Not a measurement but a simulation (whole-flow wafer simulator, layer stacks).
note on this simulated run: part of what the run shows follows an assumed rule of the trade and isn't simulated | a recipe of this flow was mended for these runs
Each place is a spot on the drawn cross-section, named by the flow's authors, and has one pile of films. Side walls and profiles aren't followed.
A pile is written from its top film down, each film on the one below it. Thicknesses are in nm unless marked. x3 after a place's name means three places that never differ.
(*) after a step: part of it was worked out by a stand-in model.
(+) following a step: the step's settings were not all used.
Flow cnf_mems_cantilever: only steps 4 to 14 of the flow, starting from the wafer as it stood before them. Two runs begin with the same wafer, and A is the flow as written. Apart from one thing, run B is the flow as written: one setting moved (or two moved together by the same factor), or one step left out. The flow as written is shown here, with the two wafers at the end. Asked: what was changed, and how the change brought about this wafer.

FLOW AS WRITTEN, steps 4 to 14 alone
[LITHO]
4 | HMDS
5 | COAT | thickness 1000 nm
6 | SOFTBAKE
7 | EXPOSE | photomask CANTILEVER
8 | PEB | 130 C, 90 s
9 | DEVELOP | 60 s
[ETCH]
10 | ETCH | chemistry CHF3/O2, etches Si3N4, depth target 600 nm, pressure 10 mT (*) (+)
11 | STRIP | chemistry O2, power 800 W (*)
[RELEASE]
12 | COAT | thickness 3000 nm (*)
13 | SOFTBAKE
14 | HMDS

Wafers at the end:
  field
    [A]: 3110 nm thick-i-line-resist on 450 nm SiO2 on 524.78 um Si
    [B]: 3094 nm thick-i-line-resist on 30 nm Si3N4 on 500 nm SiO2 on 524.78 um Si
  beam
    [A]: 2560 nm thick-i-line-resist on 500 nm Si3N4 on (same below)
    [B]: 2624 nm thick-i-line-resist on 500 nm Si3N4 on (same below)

The reason: step 10, ETCH: depth target 470 nm was run, while the flow as written has depth target 600 nm.

How this came from the change, step by step:
  10 | ETCH | chemistry CHF3/O2, etches Si3N4, depth target 600 nm, pressure 10 mT (*) (+)
      field: A -500 Si3N4 (all of it), -50 SiO2 | B -470 Si3N4
      beam: A -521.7 KrF-resist | B -408.7 KrF-resist
  11 | STRIP | chemistry O2, power 800 W (*)
      beam: A -460.9 KrF-resist (all of it) | B -574 KrF-resist (all of it)
  12 | COAT | thickness 3000 nm (*)
      beam: A +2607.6 thick-i-line-resist (new film) | B +2663.5 thick-i-line-resist (new film)
  13 | SOFTBAKE
      field: A +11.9 thick-i-line-resist | B +9.88 thick-i-line-resist
      beam: A -47.6 thick-i-line-resist | B -39.5 thick-i-line-resist
